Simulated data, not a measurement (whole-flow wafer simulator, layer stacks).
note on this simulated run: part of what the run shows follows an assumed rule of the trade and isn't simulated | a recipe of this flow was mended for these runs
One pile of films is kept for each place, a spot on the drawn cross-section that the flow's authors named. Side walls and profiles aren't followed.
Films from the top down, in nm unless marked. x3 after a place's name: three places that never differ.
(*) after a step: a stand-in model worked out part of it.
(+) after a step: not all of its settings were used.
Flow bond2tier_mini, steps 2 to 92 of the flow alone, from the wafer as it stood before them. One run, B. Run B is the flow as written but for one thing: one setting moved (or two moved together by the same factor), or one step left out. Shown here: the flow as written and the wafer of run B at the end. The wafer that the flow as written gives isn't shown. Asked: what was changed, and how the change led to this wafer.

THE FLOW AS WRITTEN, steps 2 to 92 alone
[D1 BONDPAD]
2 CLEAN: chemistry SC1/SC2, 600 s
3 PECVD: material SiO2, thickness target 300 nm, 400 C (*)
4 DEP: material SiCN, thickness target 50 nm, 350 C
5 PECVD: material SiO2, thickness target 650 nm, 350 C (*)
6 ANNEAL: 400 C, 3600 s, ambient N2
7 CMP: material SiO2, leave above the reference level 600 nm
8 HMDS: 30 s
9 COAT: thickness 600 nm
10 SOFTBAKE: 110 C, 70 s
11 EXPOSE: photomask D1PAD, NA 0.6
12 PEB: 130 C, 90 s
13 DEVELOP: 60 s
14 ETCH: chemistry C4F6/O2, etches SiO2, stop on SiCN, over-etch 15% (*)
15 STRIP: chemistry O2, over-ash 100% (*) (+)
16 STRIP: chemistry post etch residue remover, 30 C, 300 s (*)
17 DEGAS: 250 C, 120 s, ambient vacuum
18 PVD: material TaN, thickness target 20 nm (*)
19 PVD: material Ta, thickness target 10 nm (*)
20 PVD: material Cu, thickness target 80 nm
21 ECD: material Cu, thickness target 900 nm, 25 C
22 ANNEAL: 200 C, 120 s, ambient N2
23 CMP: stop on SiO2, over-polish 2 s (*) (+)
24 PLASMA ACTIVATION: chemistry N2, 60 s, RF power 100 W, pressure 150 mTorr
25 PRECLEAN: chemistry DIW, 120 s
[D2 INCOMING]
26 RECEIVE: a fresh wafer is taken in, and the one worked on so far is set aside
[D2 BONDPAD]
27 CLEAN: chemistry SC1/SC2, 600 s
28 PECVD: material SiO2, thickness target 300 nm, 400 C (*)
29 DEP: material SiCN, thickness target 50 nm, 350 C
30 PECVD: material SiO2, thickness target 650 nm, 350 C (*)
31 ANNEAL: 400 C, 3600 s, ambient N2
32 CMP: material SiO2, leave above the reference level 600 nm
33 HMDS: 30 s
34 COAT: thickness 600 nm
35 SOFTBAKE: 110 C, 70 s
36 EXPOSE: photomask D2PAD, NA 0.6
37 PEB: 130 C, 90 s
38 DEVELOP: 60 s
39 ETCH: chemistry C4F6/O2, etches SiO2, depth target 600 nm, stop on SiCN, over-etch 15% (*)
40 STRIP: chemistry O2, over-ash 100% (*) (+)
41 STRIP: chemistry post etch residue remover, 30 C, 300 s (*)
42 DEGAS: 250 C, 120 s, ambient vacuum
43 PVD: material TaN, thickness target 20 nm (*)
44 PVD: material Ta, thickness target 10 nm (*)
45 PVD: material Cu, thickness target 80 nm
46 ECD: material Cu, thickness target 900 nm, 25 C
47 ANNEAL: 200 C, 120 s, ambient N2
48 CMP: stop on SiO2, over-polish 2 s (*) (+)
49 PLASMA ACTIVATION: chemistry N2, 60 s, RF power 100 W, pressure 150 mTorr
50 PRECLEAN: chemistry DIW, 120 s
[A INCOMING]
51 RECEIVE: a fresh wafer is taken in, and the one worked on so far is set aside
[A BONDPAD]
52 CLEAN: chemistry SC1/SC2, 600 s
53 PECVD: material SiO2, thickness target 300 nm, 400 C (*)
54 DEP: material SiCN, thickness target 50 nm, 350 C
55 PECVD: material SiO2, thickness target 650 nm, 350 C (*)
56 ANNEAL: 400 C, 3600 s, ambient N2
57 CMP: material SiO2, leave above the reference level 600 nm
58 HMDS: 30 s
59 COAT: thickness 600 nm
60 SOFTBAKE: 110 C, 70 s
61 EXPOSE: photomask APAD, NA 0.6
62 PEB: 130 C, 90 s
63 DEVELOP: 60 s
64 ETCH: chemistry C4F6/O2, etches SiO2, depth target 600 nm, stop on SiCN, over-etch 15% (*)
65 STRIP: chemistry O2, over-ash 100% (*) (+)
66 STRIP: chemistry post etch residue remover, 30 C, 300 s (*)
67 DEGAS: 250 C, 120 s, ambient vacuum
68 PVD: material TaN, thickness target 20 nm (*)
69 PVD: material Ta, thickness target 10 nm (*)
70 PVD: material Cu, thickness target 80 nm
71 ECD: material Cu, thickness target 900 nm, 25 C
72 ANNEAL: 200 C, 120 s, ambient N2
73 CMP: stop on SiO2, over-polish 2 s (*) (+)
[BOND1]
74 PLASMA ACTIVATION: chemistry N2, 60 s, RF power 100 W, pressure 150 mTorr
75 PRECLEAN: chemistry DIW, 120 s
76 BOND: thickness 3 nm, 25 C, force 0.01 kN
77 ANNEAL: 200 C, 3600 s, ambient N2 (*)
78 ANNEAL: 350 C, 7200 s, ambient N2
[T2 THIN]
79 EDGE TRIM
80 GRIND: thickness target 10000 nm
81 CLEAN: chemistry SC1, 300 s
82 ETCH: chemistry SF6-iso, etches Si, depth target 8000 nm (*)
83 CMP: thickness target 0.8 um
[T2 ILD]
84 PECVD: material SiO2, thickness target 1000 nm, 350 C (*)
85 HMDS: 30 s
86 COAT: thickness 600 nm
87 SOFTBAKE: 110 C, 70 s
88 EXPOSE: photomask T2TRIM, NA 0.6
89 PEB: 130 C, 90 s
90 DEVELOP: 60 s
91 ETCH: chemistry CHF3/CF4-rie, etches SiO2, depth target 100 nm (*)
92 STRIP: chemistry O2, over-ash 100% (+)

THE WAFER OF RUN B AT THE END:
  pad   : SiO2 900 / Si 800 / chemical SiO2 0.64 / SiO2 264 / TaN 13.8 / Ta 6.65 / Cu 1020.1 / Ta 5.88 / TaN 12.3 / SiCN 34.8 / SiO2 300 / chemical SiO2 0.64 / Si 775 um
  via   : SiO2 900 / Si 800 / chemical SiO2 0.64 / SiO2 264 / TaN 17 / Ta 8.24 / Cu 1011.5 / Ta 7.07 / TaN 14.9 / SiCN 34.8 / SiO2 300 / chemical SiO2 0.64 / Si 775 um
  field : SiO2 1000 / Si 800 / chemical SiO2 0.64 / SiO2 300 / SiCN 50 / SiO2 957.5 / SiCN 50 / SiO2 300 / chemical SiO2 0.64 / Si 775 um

The cause: step 5, PECVD: thickness target 357.5 nm was run, where the flow has thickness target 650 nm.

How the change led to this, step by step:
  5 PECVD: material SiO2, thickness target 650 nm, 350 C (*)
      field, pad, via: SiO2 +357.5 (new film) (as written it would be: SiO2 +650 (new film))
  7 CMP: material SiO2, leave above the reference level 600 nm
      field, pad, via: nothing (as written it would be: SiO2 -50)
  14 ETCH: chemistry C4F6/O2, etches SiO2, stop on SiCN, over-etch 15% (*)
      pad, via: SiO2 -357.5 (all of it), SiCN -50 (all of it), SiO2 -36 (as written it would be: SiO2 -600 (all of it), SiCN -15.2)
      field: thick-KrF-resist -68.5 (as written it would be: thick-KrF-resist -115)
  15 STRIP: chemistry O2, over-ash 100% (*) (+)
      field: thick-KrF-resist -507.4 (all of it) (as written it would be: thick-KrF-resist -460.9 (all of it))
  18 PVD: material TaN, thickness target 20 nm (*)
      pad: TaN +13.8 (new film) (as written it would be: TaN +12.3 (new film))
      via: TaN +17 (new film) (as written it would be: TaN +14.9 (new film))
  19 PVD: material Ta, thickness target 10 nm (*)
      pad: Ta +6.65 (new film) (as written it would be: Ta +5.88 (new film))
      via: Ta +8.24 (new film) (as written it would be: Ta +7.07 (new film))
  20 PVD: material Cu, thickness target 80 nm
      pad: Cu +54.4 (new film) (as written it would be: Cu +48.4 (new film))
      via: Cu +67.7 (new film) (as written it would be: Cu +59 (new film))
  21 ECD: material Cu, thickness target 900 nm, 25 C
      pad: Cu +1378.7 (as written it would be: Cu +1558.7)
      via: Cu +1360.6 (as written it would be: Cu +1544.3)
  76 BOND: thickness 3 nm, 25 C, force 0.01 kN
      pad: Si +775 um (new film), chemical SiO2 +0.64 (new film), SiO2 +264 (new film), TaN +13.8 (new film), Ta +6.65 (new film), Cu +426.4 (as written it would be: Si +775 um (new film), chemical SiO2 +0.64 (new film), SiO2 +300 (new film), SiCN +34.8 (new film), TaN +12.3 (new film), Ta +5.88 (new film), Cu +600.4)
      via: Si +775 um (new film), chemical SiO2 +0.64 (new film), SiO2 +264 (new film), TaN +17 (new film), Ta +8.24 (new film), Cu +421.6 (as written it would be: Si +775 um (new film), chemical SiO2 +0.64 (new film), SiO2 +300 (new film), SiCN +34.8 (new film), TaN +14.9 (new film), Ta +7.07 (new film), Cu +596.6)
      (and at 1 more place)
